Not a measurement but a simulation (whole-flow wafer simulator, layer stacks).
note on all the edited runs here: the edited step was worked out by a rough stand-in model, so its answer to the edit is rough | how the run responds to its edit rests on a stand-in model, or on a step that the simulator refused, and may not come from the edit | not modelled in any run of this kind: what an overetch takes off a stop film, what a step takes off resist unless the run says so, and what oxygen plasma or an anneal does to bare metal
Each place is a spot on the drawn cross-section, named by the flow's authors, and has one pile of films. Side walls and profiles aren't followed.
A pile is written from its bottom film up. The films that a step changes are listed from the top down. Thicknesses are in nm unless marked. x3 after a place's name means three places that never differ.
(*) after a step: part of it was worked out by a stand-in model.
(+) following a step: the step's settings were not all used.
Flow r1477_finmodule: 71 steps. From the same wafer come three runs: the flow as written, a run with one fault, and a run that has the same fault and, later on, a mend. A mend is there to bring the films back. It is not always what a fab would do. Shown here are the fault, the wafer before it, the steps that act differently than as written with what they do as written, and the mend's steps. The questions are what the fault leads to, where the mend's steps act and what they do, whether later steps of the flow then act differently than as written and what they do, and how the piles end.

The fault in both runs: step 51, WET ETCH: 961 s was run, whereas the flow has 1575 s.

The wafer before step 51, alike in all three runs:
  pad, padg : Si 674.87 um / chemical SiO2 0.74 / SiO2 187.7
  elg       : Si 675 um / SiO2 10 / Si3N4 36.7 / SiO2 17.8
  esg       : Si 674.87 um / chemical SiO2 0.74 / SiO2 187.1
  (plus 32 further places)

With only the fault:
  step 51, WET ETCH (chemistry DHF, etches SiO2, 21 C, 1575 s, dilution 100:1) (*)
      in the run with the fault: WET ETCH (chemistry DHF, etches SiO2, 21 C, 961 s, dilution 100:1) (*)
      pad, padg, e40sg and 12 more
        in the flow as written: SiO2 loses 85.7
        in the run with the fault: SiO2 loses 52.3
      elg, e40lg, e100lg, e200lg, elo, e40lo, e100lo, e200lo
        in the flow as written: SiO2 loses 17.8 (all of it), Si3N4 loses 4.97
        in the run with the fault: SiO2 loses 17.8 (all of it), Si3N4 loses 2.47
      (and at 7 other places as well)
  Later steps of the flow acting differently than as written (1 more step, not shown, differs only slightly: by at most 2% or 0.5 nm, whichever is larger):
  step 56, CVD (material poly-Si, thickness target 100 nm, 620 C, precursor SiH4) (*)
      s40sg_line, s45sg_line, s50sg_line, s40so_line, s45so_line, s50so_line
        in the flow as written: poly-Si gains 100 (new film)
        in the run with the fault: poly-Si gains 110.8 (new film)
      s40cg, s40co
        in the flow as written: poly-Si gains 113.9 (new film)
        in the run with the fault: poly-Si gains 100 (new film)
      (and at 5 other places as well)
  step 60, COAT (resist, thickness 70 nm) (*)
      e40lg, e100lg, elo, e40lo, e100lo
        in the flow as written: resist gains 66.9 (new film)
        in the run with the fault: resist gains 68.4 (new film)
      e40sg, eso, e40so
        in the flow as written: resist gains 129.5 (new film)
        in the run with the fault: resist gains 100.2 (new film)
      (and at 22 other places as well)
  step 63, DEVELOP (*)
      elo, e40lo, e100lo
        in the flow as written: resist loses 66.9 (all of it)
        in the run with the fault: resist loses 68.4 (all of it)
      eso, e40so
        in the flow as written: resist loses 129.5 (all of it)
        in the run with the fault: resist loses 100.2 (all of it)
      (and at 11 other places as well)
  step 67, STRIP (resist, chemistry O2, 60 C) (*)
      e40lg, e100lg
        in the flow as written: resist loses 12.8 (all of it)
        in the run with the fault: resist loses 14.3 (all of it)
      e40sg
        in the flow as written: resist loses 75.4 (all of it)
        in the run with the fault: resist loses 46 (all of it)
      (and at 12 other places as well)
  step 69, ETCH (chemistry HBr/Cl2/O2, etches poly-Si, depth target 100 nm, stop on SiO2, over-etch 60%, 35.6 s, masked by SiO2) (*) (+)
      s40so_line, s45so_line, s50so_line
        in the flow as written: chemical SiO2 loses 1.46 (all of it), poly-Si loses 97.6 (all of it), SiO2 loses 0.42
        in the run with the fault: chemical SiO2 loses 1.29 (all of it), poly-Si loses 108.5 (all of it), SiO2 loses 0.26
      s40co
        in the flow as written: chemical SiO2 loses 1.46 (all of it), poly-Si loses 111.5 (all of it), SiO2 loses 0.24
        in the run with the fault: chemical SiO2 loses 1.29 (all of it), poly-Si loses 97.6 (all of it), SiO2 loses 0.42
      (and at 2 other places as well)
  The piles end different from the flow's at pad, padg, elg and 30 more by more than 2% or 0.5 nm, whichever is larger.
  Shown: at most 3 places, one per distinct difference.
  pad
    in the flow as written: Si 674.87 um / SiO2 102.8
    in the run with the fault: Si 674.87 um / SiO2 136.2
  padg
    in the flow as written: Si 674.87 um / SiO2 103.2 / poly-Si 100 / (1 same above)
    in the run with the fault: Si 674.87 um / SiO2 136.6 / poly-Si 100 / (1 same above)
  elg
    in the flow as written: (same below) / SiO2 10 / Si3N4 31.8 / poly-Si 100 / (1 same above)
    in the run with the fault: (same below) / SiO2 10 / Si3N4 34.3 / poly-Si 100 / (1 same above)

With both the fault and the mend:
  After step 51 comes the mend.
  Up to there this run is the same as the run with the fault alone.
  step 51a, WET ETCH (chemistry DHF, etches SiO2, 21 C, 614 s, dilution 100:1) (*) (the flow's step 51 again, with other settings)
      pad, padg, e40sg and 12 more
        SiO2 loses 33.4
      elg, e40lg, e100lg, e200lg, elo, e40lo, e100lo, e200lo
        Si3N4 loses 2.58
      esg, s40cg, s45cg, s50cg, s40co, s45co, s50co
        SiO2 loses 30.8
  Every later step of the flow that is run acts as written, at every place that is followed, to within 2% or 0.5 nm, whichever is larger.
  When the end is reached, the piles differ only a little from the flow's at the places that both follow, at most by 2% or 0.5 nm, whichever is larger.
